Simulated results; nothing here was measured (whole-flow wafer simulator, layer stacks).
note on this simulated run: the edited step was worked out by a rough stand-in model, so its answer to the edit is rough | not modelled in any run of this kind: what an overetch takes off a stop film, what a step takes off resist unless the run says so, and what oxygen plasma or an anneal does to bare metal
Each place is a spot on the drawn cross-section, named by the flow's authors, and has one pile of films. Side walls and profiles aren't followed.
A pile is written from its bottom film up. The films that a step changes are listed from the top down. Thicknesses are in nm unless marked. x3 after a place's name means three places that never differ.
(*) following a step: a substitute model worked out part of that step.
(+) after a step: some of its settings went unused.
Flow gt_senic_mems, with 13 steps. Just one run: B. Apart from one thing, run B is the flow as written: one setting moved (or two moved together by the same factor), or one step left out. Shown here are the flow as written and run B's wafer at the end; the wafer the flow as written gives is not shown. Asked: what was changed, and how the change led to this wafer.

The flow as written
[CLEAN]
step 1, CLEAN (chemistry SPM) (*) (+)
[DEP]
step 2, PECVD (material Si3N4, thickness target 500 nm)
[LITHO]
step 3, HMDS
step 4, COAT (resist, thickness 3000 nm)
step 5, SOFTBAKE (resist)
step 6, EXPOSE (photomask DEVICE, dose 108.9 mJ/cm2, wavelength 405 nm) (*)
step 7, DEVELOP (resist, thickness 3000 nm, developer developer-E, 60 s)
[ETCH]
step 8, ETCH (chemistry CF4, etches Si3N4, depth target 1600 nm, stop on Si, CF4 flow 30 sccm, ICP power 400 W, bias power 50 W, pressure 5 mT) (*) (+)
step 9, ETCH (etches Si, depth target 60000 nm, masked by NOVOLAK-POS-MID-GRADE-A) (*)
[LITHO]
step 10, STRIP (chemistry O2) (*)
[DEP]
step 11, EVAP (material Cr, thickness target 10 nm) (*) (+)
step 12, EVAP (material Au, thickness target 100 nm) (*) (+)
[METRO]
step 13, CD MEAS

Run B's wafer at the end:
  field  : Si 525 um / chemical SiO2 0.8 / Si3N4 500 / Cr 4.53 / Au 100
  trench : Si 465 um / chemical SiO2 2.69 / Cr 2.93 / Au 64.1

The reason: step 11, EVAP: thickness target 4.53 nm was run, whereas the flow has thickness target 10 nm.
One can read it off the wafer: field has Cr 4.53, and step 11 as written asks for 10 nm.

How this came from the change, step by step:
  step 11, EVAP (material Cr, thickness target 10 nm) (*) (+)
      field: +4.53 Cr (new film) (it would be, as written: +10 Cr (new film))
      trench: +2.93 Cr (new film) (it would be, as written: +6.45 Cr (new film))
